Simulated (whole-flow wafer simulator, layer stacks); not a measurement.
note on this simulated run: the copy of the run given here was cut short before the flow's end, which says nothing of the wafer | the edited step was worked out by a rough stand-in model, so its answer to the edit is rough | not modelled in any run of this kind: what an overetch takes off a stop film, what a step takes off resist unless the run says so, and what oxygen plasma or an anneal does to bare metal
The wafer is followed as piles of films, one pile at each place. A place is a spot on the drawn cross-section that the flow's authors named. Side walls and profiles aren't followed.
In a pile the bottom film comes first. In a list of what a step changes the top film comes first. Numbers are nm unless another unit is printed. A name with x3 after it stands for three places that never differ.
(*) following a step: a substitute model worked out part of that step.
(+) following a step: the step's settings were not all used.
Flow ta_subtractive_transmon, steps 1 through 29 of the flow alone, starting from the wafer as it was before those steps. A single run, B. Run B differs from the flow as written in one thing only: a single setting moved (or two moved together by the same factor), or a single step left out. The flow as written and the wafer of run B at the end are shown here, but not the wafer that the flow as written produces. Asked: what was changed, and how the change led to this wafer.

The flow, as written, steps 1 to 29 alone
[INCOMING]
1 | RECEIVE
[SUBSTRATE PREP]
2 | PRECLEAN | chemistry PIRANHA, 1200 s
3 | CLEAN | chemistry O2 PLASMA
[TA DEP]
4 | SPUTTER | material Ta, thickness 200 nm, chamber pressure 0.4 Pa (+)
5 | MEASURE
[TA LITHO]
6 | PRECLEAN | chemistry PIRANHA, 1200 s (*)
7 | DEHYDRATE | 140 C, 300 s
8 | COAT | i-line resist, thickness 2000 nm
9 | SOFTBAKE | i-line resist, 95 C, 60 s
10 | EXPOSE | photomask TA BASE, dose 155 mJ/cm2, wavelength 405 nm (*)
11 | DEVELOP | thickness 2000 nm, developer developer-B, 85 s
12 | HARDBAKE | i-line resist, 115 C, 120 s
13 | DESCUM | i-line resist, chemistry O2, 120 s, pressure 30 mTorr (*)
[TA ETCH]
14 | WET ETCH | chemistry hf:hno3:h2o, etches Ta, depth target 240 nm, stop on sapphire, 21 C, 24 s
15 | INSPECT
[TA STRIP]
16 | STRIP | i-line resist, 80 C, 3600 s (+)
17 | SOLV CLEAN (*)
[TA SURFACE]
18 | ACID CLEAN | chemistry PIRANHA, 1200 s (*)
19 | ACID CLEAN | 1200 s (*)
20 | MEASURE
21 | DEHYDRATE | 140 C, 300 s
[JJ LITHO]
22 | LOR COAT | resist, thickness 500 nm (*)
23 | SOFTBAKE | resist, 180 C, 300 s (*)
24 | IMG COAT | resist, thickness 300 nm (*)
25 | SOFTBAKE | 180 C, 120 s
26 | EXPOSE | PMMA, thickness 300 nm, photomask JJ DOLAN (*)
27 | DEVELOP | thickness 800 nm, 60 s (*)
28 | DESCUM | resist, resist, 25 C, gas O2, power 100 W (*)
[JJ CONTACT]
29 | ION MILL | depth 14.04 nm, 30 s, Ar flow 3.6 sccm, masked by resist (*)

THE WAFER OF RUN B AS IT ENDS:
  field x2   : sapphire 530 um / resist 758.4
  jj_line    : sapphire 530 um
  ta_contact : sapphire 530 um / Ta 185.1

The reason: step 29, ION MILL: 46.5 s was run, while the flow as written has 30 s.

How this came from the change, step by step:
  29 | ION MILL | depth 14.04 nm, 30 s, Ar flow 3.6 sccm, masked by resist (*)
      field x2, ta_pad: resist loses 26 (as written it would have been: resist loses 16.8)
      jj_line, lead: sapphire loses 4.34 (as written it would have been: sapphire loses 2.8)
      (and at 1 other place as well)
